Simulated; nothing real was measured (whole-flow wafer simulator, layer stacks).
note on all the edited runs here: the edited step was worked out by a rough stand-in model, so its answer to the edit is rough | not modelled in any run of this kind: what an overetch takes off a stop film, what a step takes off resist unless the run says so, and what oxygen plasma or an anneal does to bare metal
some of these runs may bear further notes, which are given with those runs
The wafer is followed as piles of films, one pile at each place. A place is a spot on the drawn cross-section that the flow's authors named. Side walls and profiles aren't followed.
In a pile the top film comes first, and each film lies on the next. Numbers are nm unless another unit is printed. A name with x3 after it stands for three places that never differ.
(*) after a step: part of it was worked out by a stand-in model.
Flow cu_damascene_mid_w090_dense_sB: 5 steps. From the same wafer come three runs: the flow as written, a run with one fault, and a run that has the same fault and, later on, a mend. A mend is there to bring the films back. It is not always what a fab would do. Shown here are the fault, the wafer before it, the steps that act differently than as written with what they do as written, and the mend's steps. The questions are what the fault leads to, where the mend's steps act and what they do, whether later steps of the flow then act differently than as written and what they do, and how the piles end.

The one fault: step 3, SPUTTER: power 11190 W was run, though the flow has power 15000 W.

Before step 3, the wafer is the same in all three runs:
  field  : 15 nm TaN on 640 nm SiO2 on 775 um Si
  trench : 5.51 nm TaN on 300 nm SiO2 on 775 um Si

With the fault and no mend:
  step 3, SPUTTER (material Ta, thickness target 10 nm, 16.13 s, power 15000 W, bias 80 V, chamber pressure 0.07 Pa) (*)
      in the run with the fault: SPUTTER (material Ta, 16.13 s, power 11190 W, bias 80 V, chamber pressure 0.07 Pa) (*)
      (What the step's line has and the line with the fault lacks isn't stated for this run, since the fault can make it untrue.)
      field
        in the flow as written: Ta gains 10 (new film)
        in the run with the fault: Ta gains 7.46 (new film)
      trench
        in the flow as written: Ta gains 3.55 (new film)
        in the run with the fault: Ta gains 2.48 (new film)
  Every later step of the flow that is run acts as written, at every place that is followed, to within 2% or 0.5 nm, whichever is larger.
  At field, trench, the piles at the end differ from the flow's by more than 2% or 0.5 nm, whichever is larger.
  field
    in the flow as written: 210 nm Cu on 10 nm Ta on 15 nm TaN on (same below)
    in the run with the fault: 210 nm Cu on 7.46 nm Ta on 15 nm TaN on (same below)
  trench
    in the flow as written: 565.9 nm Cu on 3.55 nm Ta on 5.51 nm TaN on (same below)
    in the run with the fault: 564.5 nm Cu on 2.48 nm Ta on 5.51 nm TaN on (same below)

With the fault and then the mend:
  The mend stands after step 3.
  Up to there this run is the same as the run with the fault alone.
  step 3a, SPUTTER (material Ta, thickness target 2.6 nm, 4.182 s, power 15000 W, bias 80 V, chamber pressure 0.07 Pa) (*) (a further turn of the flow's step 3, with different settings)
      field
        Ta gains 2.6
      trench
        Ta gains 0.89
  Every later step of the flow that is run acts as written, at every place that is followed, to within 2% or 0.5 nm, whichever is larger.
  At the end the piles are close to the flow's at the places that both follow, differing by at most 2% or 0.5 nm, whichever is larger.
